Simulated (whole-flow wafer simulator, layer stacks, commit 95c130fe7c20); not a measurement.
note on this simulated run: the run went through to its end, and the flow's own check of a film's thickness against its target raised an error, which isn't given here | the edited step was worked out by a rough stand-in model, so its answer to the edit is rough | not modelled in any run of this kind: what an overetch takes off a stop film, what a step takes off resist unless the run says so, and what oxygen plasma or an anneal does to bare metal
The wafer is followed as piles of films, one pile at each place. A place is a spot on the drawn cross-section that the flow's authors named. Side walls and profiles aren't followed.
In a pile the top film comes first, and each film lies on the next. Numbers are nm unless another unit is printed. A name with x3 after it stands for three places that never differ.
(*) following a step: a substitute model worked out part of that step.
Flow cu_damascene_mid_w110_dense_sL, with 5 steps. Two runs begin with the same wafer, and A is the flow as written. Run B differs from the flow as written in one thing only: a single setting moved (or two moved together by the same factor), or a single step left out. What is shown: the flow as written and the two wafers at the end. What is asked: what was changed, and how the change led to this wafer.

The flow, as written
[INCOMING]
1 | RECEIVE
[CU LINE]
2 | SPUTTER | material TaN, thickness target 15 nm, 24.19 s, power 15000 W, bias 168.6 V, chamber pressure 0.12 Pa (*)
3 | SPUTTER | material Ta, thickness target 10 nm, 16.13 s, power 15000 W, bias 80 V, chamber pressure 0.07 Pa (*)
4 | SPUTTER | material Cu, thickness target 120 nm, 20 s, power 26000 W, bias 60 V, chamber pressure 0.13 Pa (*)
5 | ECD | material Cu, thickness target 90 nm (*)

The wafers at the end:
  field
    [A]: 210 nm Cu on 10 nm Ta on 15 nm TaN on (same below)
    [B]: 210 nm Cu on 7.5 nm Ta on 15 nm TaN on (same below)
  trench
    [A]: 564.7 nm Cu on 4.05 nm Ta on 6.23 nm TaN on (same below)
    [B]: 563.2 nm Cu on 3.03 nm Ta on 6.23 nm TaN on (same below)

Cause: step 3, SPUTTER: thickness target 7.5 nm was run, whereas the flow has thickness target 10 nm; step 3, SPUTTER: 12.1 s was run, where the flow has 16.13 s.
The wafer itself shows it: field has Ta 7.5, and step 3 as written asks for 10 nm.

The path from the change to this, step by step:
  3 | SPUTTER | material Ta, thickness target 10 nm, 16.13 s, power 15000 W, bias 80 V, chamber pressure 0.07 Pa (*)
      field: A Ta gains 10 (new film) | B Ta gains 7.5 (new film)
      trench: A Ta gains 4.05 (new film) | B Ta gains 3.03 (new film)
